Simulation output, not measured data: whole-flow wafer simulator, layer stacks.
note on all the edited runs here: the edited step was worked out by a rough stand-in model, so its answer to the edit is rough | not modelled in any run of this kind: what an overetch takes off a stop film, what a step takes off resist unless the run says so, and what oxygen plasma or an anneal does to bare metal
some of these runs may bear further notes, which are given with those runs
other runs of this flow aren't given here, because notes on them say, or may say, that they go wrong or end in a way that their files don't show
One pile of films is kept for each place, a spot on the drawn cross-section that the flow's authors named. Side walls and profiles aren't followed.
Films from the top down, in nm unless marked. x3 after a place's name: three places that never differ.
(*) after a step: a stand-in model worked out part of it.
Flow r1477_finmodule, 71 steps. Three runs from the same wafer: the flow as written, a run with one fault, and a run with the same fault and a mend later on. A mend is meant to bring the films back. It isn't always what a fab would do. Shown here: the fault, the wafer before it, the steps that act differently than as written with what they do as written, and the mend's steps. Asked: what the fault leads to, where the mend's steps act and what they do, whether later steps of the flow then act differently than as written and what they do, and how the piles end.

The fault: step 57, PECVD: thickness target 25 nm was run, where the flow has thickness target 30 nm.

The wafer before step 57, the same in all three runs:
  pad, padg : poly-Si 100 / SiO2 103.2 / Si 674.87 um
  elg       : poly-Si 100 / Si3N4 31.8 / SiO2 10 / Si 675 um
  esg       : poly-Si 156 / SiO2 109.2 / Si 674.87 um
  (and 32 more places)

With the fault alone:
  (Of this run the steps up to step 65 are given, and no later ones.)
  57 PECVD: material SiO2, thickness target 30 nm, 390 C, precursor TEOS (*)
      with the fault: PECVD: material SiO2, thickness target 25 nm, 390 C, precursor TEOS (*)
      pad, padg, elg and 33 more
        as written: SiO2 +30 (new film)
        with the fault: SiO2 +25 (new film)
  No later step of the flow up to step 65 acts differently than as written at any place that is followed.
  After step 65 the piles differ from the flow's by more than 2% or 0.5 nm, whichever is larger, at pad, padg, elg and 33 more.
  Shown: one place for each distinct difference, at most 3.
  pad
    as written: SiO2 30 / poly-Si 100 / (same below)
    with the fault: SiO2 25 / poly-Si 100 / (same below)
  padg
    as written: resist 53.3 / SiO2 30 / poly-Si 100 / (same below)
    with the fault: resist 53.3 / SiO2 25 / poly-Si 100 / (same below)
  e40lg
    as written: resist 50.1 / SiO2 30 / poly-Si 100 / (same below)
    with the fault: resist 50.1 / SiO2 25 / poly-Si 100 / (same below)

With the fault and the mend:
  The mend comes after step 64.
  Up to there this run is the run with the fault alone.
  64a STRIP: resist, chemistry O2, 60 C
      padg, elg, esg
        resist -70 (all of it)
      e40lg, e100lg, e200lg
        resist -66.9 (all of it)
      s40sg, s45sg
        resist -91 (all of it)
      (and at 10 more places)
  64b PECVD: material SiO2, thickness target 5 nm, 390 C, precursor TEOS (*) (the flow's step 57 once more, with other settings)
      pad, padg, elg and 33 more
        SiO2 +5
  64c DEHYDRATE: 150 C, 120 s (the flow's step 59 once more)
      changes no film at any place that is followed
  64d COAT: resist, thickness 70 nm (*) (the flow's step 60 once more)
      e40lg, e100lg, e200lg, elo, e40lo, e100lo, e200lo
        resist +66.9 (new film)
      pad, padg, elg, esg
        resist +70 (new film)
      s40sg, s45sg, s40so, s45so
        resist +91 (new film)
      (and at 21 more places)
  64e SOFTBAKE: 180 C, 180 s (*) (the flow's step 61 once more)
      changes no film at any place that is followed
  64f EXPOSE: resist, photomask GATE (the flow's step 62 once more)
      changes no film at any place that is followed
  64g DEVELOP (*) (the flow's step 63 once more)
      elo, e40lo, e100lo, e200lo
        resist -66.9 (all of it)
      eso, e40so
        resist -129.5 (all of it)
      s40so, s45so
        resist -91 (all of it)
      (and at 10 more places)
  No later step of the flow acts differently than as written at any place that is followed.
  At the end the piles are the same as the flow's at every place that both follow.
